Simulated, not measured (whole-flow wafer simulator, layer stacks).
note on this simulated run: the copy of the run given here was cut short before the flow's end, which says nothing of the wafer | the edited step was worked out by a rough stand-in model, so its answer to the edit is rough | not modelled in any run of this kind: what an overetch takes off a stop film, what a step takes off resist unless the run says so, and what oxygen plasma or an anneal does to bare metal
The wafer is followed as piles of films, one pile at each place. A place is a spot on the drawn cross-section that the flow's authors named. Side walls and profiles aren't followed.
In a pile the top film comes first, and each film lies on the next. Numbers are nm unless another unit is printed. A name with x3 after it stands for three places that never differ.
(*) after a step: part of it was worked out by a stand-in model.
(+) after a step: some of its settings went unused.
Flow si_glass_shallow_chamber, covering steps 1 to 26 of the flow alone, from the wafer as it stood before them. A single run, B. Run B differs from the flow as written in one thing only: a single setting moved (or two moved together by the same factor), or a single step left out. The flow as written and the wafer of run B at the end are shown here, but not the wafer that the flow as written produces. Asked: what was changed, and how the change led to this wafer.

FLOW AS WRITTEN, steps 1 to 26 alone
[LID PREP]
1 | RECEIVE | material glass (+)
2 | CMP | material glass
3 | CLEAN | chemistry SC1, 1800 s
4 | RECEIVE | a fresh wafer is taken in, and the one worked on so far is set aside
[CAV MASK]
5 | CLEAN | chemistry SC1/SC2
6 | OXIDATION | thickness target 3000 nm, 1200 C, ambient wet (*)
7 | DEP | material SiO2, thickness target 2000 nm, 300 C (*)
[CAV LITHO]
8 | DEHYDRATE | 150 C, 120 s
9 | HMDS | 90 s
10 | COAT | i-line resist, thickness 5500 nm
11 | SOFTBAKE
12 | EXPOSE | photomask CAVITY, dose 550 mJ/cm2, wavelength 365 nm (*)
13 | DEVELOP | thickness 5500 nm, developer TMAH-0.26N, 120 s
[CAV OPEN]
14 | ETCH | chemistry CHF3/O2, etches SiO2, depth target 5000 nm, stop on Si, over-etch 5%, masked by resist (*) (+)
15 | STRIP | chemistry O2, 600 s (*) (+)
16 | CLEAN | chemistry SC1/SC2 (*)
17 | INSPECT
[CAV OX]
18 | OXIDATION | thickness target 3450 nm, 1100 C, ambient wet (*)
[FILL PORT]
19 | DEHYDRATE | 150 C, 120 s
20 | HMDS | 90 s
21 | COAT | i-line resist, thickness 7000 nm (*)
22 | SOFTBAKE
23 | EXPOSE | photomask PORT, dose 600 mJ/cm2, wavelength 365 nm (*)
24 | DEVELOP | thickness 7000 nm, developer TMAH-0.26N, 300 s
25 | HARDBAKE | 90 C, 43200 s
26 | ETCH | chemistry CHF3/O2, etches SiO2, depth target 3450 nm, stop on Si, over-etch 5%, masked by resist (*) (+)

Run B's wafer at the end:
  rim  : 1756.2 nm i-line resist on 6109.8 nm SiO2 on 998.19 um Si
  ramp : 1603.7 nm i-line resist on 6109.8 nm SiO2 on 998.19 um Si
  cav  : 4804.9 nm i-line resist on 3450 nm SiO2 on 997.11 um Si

The reason: step 26, ETCH: over-etch 3.25% was run, while the flow as written has over-etch 5%.

Step by step, how the change led to this:
  26 | ETCH | chemistry CHF3/O2, etches SiO2, depth target 3450 nm, stop on Si, over-etch 5%, masked by resist (*) (+)
      port: -3450 SiO2 (all of it), -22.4 Si (it would be, as written: -3450 SiO2 (all of it), -34.5 Si)
